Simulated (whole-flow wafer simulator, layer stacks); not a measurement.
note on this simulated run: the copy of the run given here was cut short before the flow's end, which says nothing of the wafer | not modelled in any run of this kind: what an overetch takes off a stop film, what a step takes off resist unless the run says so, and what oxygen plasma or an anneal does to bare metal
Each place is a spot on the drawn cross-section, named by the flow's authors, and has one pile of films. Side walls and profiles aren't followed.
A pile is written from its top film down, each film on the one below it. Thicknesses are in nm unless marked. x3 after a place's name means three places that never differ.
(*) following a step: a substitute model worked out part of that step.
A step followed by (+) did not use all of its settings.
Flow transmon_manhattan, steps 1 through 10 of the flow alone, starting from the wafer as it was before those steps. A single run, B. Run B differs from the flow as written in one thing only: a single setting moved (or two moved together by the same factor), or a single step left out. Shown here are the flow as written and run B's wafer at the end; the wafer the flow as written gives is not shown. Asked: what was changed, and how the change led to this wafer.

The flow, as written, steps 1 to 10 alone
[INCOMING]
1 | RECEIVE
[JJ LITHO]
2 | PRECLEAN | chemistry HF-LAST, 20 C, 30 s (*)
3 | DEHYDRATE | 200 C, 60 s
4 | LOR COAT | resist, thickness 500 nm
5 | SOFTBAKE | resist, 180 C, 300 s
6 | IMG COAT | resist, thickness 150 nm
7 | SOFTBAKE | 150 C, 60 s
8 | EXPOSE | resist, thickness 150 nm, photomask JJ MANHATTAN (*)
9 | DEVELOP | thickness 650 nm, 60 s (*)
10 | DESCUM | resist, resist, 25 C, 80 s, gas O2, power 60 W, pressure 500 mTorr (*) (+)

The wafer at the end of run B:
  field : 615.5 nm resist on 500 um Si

Cause: step 6, IMG COAT: thickness 127.5 nm was run, while the flow as written has thickness 150 nm.

Step by step, how the change led to this:
  6 | IMG COAT | resist, thickness 150 nm
      field, chan_a x2: resist gains 127.5 (in the flow as written it would be: resist gains 150)
  9 | DEVELOP | thickness 650 nm, 60 s (*)
      chan_a x2: resist loses 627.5 (all of it) (in the flow as written it would be: resist loses 650 (all of it))
